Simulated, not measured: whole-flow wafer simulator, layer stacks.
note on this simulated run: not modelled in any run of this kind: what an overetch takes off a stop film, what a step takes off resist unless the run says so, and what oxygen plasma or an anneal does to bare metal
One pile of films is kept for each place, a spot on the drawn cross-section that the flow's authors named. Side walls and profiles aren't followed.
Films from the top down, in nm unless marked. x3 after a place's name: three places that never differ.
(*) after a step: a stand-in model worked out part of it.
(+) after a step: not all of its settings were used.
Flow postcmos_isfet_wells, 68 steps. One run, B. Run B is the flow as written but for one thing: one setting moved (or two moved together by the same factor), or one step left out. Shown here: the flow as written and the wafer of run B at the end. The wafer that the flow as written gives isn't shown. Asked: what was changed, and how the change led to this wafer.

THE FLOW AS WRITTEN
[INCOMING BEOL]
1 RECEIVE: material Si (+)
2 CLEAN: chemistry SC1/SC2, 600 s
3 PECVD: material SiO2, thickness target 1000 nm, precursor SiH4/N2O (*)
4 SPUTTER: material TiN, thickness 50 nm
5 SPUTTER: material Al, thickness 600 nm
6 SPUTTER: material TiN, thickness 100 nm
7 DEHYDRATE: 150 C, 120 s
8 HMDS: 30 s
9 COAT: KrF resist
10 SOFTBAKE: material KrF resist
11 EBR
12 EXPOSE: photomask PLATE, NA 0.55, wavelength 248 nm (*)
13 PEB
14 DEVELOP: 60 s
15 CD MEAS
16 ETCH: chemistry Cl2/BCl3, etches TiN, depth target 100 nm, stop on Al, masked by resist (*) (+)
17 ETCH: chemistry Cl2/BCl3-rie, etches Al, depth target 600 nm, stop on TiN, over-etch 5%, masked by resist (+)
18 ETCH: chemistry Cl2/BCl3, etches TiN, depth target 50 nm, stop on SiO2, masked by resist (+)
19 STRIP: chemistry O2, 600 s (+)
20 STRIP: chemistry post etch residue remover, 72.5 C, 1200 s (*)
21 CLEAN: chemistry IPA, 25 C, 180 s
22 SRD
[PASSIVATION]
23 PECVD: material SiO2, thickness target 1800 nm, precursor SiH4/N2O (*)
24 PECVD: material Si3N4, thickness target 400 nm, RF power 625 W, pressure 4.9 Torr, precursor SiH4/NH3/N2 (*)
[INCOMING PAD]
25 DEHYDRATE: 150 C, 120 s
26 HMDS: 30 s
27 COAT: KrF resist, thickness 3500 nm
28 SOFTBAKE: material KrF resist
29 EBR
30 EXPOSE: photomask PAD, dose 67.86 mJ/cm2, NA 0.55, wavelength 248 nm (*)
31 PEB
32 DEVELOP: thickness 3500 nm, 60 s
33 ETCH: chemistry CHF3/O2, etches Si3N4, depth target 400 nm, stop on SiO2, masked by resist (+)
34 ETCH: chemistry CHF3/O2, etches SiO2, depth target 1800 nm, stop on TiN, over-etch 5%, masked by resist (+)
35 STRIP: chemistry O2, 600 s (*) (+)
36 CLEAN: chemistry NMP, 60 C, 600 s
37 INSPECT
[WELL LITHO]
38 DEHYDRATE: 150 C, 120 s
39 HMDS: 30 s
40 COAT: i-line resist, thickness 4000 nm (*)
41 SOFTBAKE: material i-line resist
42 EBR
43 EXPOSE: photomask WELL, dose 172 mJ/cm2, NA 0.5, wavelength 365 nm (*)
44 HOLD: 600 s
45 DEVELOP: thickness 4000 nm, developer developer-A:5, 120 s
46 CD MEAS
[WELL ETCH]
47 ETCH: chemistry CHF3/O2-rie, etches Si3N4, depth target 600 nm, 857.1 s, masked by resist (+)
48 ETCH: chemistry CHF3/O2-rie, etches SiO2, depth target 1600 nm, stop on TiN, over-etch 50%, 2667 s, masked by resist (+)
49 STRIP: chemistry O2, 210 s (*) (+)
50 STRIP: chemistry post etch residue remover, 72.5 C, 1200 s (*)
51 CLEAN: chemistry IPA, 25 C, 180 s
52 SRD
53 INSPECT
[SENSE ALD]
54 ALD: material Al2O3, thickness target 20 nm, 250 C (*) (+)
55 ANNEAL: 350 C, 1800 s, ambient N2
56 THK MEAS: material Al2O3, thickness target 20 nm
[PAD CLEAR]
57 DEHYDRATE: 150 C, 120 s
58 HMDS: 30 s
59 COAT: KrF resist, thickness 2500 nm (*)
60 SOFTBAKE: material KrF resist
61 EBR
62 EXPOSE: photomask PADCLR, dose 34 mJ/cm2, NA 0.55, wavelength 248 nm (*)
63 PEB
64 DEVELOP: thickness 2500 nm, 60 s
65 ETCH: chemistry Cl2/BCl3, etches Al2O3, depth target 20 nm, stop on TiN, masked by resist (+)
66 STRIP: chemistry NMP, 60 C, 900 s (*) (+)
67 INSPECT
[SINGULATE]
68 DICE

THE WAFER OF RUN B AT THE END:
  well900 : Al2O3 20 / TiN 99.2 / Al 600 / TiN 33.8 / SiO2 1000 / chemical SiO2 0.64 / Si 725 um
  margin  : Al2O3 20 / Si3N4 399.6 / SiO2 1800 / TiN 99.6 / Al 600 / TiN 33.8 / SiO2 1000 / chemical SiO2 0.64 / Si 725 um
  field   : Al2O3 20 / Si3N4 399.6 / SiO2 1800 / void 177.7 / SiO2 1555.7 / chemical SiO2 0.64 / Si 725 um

The cause: step 4, SPUTTER: thickness 33.8 nm was run, where the flow has thickness 50 nm.
It can be read off the wafer: well900 has TiN 33.8, and step 4 as written asks for 50 nm.

How the change led to this, step by step:
  4 SPUTTER: material TiN, thickness 50 nm
      field, margin, well900, well1300 x3, pad_rim, pad_clr, pad_open: TiN +33.8 (new film) (as written it would be: TiN +50 (new film))
  18 ETCH: chemistry Cl2/BCl3, etches TiN, depth target 50 nm, stop on SiO2, masked by resist (+)
      field: TiN -33.8 (all of it) (as written it would be: TiN -50 (all of it))
  23 PECVD: material SiO2, thickness target 1800 nm, precursor SiH4/N2O (*)
      field: SiO2 +1800 (new film), void +177.7 (new film), SiO2 +555.7 (as written it would be: SiO2 +1800 (new film), void +189.9 (new film), SiO2 +559.7)
